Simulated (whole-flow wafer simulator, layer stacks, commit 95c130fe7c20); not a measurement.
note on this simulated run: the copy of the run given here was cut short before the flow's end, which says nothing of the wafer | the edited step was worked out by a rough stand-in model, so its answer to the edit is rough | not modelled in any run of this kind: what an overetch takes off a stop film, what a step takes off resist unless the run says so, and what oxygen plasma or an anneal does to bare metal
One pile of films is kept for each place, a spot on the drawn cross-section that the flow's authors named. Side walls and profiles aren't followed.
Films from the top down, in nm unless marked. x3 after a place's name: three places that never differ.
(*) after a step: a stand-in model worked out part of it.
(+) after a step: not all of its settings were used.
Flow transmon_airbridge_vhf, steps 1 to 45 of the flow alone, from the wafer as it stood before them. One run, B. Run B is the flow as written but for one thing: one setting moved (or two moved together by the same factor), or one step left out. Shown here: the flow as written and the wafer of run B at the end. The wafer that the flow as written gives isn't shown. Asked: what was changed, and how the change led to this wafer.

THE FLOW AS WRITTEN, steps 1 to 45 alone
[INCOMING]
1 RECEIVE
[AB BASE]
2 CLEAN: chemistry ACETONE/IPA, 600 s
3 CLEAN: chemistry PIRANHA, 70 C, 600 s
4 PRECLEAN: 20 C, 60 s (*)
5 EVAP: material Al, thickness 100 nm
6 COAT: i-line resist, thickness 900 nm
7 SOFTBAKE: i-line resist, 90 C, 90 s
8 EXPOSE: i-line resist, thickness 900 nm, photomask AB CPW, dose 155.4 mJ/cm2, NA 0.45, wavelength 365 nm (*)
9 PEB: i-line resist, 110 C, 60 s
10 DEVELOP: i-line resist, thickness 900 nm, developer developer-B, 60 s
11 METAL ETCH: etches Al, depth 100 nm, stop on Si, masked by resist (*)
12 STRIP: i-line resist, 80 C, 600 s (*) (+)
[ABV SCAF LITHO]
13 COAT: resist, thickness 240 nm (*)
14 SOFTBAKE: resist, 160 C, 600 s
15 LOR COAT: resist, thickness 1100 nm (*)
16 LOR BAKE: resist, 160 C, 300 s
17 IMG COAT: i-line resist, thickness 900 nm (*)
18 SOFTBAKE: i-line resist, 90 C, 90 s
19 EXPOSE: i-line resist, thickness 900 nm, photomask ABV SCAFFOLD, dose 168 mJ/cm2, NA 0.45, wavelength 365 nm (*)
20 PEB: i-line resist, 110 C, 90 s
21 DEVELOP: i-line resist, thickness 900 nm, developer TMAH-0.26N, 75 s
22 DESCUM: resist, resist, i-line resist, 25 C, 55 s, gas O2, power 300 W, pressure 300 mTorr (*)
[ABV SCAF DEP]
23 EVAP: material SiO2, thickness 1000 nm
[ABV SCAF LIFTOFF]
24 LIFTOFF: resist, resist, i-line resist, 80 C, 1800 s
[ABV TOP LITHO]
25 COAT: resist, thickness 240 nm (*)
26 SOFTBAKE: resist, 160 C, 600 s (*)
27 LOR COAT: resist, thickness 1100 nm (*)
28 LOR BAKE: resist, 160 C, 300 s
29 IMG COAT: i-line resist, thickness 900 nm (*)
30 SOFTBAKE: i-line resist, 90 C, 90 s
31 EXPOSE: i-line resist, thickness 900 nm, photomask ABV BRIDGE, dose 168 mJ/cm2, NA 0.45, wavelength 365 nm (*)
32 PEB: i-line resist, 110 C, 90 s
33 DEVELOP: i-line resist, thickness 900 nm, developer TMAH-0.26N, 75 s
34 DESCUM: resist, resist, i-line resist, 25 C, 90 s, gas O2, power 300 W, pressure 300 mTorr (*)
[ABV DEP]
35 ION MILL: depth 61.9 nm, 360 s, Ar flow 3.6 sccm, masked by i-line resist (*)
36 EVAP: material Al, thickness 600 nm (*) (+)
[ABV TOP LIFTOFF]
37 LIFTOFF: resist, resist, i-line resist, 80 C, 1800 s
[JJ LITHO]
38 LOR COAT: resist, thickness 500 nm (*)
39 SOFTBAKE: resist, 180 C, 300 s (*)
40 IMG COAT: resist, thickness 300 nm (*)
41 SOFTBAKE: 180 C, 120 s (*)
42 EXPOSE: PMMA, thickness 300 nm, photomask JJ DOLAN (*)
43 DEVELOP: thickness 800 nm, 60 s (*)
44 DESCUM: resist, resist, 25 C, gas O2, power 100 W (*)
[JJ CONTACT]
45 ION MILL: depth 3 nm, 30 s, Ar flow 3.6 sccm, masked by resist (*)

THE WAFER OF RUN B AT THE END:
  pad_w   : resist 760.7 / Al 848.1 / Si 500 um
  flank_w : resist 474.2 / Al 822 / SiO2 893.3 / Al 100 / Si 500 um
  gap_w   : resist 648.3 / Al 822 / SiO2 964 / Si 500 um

The cause: step 36, EVAP: thickness 822 nm was run, where the flow has thickness 600 nm.
It can be read off the wafer: flank_w has Al 822, and step 36 as written asks for 600 nm.

How the change led to this, step by step:
  36 EVAP: material Al, thickness 600 nm (*) (+)
      field x3, jj_line, ground_far and 10 more: Al +822 (new film) (as written it would be: Al +600 (new film))
      pad_w, pad_e: Al +810 (as written it would be: Al +591.2)
  37 LIFTOFF: resist, resist, i-line resist, 80 C, 1800 s
      field x3, jj_line, trace_open_s x2: Al -822 (all of it), i-line resist -600 (all of it), resist -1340 (all of it) (as written it would be: Al -600 (all of it), i-line resist -600 (all of it), resist -1340 (all of it))
      margin_s, margin_n: Al -822 (all of it), i-line resist -318.3 (all of it), resist -992 (all of it) (as written it would be: Al -600 (all of it), i-line resist -318.3 (all of it), resist -992 (all of it))
      (and at 1 more place)
  38 LOR COAT: resist, thickness 500 nm (*)
      pad_w, pad_e: resist +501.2 (new film) (as written it would be: resist +517 (new film))
      margin_s, margin_n: resist +461.6 (new film) (as written it would be: resist +445.3 (new film))
      (and at 1 more place)
  40 IMG COAT: resist, thickness 300 nm (*)
      pad_w, pad_e: resist +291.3 (as written it would be: resist +300.1)
      flank_w, flank_e: resist +204.9 (as written it would be: resist +212.1)
      (and at 4 more places)
